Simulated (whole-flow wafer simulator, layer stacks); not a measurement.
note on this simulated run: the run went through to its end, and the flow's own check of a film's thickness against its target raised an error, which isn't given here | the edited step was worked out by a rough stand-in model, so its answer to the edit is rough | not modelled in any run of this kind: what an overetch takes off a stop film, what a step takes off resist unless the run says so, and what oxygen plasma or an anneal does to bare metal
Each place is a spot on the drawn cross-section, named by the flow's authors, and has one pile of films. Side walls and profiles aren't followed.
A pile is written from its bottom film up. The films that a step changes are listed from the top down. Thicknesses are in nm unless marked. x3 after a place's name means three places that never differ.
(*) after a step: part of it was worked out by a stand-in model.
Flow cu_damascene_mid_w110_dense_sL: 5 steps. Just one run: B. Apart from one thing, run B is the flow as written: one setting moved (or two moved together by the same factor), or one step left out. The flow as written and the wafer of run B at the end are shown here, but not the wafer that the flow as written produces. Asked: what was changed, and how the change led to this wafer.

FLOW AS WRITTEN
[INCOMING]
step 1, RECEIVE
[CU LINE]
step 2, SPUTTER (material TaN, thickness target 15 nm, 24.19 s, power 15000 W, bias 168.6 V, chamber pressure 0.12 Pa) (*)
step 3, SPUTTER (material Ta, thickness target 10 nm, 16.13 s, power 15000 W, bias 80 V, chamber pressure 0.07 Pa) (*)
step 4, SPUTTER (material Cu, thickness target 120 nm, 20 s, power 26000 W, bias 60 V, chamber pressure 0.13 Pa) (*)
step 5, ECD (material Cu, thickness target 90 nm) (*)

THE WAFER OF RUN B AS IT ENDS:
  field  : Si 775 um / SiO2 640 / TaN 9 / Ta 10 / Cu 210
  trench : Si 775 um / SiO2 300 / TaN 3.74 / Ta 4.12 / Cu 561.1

Cause: step 2, SPUTTER: thickness target 9 nm was run, while the flow as written has thickness target 15 nm; step 2, SPUTTER: 14.51 s was run, where the flow has 24.19 s.
The wafer lets one read it off: field has TaN 9, and step 2 as written asks for 15 nm.

The path from the change to this, step by step:
  step 2, SPUTTER (material TaN, thickness target 15 nm, 24.19 s, power 15000 W, bias 168.6 V, chamber pressure 0.12 Pa) (*)
      field: +9 TaN (new film) (in the flow as written it would be: +15 TaN (new film))
      trench: +3.74 TaN (new film) (in the flow as written it would be: +6.23 TaN (new film))
